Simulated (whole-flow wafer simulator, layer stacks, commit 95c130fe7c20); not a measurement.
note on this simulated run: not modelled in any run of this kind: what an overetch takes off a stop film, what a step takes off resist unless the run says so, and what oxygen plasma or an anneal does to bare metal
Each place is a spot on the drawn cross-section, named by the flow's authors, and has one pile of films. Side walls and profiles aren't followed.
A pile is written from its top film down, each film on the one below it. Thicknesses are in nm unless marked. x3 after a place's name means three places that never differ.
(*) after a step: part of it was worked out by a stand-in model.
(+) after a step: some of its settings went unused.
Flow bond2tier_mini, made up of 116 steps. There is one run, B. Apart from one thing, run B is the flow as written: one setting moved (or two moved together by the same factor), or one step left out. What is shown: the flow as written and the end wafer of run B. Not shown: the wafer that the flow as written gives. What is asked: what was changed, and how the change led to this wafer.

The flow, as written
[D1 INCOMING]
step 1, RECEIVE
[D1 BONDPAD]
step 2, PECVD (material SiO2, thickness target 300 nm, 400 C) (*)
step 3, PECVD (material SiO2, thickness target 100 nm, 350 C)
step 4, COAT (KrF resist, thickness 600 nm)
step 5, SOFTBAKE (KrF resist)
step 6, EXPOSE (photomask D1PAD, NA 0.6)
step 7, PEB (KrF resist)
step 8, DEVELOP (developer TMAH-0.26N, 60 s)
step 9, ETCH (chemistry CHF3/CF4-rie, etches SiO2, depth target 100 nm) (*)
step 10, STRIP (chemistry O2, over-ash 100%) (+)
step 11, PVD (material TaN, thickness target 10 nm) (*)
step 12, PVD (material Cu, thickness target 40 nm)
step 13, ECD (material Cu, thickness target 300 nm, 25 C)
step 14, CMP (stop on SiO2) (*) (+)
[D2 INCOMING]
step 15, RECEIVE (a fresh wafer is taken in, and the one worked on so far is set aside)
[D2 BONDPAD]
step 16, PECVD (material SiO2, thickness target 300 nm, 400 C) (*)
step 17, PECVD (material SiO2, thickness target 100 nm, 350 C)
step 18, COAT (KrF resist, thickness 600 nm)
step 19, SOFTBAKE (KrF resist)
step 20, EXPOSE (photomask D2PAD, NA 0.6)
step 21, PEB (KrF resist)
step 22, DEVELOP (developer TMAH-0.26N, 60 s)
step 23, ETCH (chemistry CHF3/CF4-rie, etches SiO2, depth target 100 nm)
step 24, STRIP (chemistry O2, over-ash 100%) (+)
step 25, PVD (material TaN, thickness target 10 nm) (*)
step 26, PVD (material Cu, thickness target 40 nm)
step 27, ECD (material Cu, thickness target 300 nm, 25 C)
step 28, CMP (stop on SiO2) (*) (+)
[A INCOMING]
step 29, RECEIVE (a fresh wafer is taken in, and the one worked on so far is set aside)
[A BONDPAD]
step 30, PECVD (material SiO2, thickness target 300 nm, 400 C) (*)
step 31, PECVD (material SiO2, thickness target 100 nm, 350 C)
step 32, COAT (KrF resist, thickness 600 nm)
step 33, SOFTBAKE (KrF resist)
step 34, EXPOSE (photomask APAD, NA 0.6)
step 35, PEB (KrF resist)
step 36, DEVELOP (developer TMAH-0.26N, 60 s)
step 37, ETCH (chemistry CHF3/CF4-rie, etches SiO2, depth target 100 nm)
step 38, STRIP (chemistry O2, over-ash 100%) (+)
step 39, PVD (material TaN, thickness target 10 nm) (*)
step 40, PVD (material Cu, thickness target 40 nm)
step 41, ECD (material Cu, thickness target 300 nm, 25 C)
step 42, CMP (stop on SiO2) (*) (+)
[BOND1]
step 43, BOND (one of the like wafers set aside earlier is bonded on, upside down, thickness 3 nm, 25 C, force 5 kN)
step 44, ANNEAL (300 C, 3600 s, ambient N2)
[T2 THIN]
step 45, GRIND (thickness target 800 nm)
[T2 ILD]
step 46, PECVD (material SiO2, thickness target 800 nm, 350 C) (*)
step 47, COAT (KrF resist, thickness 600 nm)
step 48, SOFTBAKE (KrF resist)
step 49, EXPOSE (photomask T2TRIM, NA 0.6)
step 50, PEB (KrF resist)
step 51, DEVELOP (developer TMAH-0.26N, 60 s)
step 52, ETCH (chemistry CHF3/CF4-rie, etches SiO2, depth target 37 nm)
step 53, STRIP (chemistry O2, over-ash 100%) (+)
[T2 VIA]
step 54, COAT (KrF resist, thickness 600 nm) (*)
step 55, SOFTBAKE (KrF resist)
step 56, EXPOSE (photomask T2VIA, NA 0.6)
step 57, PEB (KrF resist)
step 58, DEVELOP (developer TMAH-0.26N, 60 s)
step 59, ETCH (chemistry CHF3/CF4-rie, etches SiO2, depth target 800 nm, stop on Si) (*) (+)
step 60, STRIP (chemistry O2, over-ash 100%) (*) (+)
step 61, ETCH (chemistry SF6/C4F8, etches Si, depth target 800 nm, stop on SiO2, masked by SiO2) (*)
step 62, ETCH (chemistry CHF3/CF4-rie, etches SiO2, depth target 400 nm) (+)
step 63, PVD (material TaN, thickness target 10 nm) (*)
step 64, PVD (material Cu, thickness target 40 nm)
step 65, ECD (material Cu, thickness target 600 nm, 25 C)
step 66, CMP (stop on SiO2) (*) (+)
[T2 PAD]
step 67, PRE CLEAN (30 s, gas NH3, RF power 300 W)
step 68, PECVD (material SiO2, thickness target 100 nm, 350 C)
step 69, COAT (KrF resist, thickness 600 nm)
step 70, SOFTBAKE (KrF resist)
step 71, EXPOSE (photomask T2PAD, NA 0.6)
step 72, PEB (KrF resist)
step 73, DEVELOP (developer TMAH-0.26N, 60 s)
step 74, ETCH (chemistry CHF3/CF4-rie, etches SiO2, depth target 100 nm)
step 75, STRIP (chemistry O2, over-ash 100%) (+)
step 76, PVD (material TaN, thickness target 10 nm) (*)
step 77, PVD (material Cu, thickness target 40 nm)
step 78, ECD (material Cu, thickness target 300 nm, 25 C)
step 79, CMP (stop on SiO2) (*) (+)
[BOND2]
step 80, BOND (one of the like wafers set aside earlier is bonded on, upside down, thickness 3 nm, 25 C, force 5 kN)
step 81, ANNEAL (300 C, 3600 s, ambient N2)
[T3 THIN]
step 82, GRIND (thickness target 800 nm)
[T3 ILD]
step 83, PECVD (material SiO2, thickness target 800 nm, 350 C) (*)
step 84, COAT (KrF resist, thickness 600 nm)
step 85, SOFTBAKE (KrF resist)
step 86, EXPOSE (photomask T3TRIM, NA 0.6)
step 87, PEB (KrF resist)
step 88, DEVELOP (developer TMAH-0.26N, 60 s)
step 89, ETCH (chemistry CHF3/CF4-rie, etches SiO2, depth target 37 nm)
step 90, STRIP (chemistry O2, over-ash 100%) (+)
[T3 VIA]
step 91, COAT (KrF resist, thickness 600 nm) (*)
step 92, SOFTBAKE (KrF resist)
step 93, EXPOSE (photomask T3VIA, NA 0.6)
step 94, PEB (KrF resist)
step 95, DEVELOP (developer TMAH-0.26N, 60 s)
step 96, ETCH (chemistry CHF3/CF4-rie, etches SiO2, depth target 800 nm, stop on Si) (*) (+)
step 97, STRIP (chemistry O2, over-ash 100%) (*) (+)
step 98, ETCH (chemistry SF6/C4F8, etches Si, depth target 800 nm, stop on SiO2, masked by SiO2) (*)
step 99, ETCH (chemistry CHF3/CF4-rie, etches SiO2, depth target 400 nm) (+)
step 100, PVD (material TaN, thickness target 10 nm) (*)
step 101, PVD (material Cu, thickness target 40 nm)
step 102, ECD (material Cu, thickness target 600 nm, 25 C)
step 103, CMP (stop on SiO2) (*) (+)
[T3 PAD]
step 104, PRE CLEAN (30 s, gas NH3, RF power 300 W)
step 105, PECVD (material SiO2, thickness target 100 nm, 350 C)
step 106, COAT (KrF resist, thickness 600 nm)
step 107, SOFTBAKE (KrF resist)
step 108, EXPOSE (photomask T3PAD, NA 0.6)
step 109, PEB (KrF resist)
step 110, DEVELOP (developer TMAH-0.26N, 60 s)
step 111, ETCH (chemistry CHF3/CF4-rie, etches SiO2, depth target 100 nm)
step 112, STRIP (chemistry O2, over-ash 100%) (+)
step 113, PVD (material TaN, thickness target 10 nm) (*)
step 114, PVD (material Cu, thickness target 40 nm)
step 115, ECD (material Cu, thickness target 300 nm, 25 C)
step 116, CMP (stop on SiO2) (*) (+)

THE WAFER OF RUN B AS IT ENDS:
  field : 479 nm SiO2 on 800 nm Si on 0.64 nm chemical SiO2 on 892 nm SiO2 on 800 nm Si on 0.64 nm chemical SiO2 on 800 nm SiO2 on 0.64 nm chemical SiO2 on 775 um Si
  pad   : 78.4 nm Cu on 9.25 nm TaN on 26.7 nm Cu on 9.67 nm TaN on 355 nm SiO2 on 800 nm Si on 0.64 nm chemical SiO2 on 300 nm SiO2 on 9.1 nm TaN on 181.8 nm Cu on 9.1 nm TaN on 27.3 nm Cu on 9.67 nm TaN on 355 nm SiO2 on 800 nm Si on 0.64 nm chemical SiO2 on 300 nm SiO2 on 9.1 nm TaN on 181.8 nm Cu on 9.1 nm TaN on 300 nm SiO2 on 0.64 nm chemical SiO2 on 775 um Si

What caused this: step 105, PECVD: thickness target 87 nm was run, while the flow as written has thickness target 100 nm.

The path from the change to this, step by step:
  step 105, PECVD (material SiO2, thickness target 100 nm, 350 C)
      field: +87 SiO2 (it would be, as written: +100 SiO2)
      pad: +87 SiO2 (new film) (it would be, as written: +100 SiO2 (new film))
  step 111, ETCH (chemistry CHF3/CF4-rie, etches SiO2, depth target 100 nm)
      pad: -87 SiO2 (all of it), -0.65 Cu (it would be, as written: -100 SiO2 (all of it))
  step 115, ECD (material Cu, thickness target 300 nm, 25 C)
      pad: +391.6 Cu (it would be, as written: +404.5 Cu)
